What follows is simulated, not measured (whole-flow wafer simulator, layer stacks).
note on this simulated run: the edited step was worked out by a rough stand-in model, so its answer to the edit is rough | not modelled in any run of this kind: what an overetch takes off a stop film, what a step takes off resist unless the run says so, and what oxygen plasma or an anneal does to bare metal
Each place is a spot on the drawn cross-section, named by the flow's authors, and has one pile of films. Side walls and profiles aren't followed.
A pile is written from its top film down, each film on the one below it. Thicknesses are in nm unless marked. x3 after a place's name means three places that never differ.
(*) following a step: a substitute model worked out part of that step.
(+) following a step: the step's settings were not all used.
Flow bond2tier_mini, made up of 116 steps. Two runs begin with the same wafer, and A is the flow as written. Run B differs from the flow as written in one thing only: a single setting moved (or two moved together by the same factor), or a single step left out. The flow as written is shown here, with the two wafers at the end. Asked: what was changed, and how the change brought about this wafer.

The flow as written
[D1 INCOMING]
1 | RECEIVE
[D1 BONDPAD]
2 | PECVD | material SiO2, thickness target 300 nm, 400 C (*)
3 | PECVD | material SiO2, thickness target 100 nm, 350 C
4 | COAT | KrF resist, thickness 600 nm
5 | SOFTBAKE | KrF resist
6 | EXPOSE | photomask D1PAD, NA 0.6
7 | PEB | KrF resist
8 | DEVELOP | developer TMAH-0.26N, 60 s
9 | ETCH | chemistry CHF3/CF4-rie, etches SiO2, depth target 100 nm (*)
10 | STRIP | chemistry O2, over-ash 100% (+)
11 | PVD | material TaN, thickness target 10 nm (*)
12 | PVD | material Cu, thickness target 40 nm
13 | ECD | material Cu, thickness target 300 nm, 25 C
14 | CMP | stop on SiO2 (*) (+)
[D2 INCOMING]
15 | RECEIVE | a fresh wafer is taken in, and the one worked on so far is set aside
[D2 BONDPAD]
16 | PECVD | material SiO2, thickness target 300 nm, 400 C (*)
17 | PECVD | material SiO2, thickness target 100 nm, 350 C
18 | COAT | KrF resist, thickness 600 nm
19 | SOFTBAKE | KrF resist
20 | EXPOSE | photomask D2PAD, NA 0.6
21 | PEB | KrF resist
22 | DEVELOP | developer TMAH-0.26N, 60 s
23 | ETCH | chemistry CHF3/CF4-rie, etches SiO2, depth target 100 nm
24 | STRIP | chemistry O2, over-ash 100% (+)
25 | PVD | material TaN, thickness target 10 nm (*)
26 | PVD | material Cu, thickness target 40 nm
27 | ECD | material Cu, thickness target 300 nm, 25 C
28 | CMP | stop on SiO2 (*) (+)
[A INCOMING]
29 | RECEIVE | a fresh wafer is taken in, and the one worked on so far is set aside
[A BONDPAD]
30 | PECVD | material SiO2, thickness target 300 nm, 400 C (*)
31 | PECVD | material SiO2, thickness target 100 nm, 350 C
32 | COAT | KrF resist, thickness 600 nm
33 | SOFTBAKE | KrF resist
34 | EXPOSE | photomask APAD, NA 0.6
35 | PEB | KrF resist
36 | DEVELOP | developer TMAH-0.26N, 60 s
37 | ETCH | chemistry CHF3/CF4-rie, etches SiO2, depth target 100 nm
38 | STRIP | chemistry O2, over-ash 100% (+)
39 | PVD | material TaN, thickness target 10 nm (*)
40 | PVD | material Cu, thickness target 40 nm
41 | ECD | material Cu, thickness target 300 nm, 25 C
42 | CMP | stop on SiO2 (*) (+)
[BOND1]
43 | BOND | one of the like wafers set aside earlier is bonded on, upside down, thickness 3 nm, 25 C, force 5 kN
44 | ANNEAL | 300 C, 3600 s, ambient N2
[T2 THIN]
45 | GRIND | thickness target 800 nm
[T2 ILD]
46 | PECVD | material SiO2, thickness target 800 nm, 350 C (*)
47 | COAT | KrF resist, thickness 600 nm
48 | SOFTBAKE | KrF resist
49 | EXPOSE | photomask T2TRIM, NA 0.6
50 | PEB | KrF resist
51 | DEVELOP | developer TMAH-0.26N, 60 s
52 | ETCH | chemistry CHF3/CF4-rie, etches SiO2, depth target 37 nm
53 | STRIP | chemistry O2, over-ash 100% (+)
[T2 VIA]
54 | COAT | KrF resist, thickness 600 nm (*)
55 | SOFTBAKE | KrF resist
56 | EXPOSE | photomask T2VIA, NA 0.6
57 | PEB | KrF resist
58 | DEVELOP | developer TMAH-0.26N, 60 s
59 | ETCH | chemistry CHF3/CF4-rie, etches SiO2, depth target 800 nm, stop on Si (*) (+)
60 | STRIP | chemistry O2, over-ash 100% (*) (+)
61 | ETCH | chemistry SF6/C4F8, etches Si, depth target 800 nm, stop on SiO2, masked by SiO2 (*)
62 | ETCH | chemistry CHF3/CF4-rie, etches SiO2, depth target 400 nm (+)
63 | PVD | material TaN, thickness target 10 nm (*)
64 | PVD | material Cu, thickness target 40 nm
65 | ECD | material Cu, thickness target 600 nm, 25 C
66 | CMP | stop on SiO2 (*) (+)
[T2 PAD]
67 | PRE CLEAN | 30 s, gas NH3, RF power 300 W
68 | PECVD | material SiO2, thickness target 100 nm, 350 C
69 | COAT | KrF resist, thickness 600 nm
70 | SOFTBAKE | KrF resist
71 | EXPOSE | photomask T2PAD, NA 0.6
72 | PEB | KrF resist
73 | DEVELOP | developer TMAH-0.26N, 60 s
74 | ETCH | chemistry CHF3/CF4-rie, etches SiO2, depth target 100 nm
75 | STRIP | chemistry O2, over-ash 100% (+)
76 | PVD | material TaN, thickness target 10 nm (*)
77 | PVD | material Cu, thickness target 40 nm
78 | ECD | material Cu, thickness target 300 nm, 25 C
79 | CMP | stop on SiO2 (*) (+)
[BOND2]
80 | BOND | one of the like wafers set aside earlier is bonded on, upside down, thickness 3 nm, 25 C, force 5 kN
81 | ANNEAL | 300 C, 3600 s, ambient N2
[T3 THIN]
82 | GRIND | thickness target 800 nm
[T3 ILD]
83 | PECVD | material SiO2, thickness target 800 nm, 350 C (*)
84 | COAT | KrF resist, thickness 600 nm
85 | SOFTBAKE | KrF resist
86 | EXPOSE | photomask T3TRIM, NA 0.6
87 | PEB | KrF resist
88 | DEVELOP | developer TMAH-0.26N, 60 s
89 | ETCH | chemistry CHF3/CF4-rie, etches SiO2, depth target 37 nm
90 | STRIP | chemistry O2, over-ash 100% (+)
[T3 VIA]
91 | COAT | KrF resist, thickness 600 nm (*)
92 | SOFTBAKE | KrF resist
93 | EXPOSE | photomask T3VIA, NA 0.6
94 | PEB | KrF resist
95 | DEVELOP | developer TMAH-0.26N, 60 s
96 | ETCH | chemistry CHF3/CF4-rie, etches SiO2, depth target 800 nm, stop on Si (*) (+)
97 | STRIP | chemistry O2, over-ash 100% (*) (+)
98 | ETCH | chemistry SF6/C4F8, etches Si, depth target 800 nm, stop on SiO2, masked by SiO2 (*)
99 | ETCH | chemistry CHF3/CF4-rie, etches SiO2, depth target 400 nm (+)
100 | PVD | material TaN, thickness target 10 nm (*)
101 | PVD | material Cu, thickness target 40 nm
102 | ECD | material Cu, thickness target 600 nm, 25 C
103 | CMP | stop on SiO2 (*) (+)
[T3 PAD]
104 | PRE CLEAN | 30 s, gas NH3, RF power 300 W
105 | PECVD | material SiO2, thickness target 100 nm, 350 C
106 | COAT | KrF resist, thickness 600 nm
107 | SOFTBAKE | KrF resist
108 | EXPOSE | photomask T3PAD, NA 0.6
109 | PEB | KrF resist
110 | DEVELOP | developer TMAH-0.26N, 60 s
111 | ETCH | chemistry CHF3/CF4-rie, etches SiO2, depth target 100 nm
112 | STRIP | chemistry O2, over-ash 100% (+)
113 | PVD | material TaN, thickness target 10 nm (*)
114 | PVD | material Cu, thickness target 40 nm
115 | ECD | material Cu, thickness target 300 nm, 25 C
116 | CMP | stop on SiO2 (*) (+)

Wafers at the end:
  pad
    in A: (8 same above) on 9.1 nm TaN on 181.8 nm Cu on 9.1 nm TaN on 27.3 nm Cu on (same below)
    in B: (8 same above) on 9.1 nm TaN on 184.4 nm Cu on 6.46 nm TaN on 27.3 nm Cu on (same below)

What caused this: step 76, PVD: thickness target 7.1 nm was run, whereas the flow has thickness target 10 nm.

Step by step, how the change led to this:
  76 | PVD | material TaN, thickness target 10 nm (*)
      field: A TaN gains 10 (new film) | B TaN gains 7.1 (new film)
      pad: A TaN gains 9.1 (new film) | B TaN gains 6.46 (new film)
  79 | CMP | stop on SiO2 (*) (+)
      field: A Cu loses 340 (all of it), TaN loses 10 (all of it) | B Cu loses 340 (all of it), TaN loses 7.1 (all of it)
